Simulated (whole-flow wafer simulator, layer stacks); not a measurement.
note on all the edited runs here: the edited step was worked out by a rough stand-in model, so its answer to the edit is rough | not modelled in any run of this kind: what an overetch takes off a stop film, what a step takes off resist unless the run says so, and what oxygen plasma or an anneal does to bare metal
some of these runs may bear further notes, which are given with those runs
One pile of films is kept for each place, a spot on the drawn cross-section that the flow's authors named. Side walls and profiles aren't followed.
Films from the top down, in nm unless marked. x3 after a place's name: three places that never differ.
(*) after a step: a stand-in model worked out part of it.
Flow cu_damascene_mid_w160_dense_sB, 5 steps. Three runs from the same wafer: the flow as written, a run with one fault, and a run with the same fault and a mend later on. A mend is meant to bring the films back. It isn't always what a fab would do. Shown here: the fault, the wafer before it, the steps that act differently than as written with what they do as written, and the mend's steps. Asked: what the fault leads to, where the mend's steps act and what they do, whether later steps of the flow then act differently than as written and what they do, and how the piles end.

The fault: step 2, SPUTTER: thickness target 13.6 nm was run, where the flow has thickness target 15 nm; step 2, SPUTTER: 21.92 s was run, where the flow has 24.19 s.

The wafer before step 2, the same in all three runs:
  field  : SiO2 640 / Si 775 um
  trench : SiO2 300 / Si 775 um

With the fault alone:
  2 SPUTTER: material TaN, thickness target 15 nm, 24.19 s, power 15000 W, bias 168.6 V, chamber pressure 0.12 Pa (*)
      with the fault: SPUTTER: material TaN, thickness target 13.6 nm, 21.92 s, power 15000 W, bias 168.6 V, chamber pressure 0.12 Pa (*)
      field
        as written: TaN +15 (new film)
        with the fault: TaN +13.6 (new film)
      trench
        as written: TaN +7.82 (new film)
        with the fault: TaN +7.09 (new film)
  No later step of the flow acts differently than as written, at any place that is followed, by more than 2% or 0.5 nm, whichever is larger.
  At the end the piles differ from the flow's by more than 2% or 0.5 nm, whichever is larger, at field, trench.
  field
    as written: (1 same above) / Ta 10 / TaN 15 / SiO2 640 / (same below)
    with the fault: (1 same above) / Ta 10 / TaN 13.6 / SiO2 640 / (same below)
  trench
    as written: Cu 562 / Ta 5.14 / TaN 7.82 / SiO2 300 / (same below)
    with the fault: Cu 561.4 / Ta 5.15 / TaN 7.09 / SiO2 300 / (same below)

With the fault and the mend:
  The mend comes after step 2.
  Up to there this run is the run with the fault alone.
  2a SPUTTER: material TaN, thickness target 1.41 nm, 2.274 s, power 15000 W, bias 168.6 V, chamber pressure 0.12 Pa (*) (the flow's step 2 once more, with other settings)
      field
        TaN +1.41
      trench
        TaN +0.71
  No later step of the flow acts differently than as written, at any place that is followed, by more than 2% or 0.5 nm, whichever is larger.
  At the end the piles differ from the flow's only slightly at the places that both follow, by at most 2% or 0.5 nm, whichever is larger.
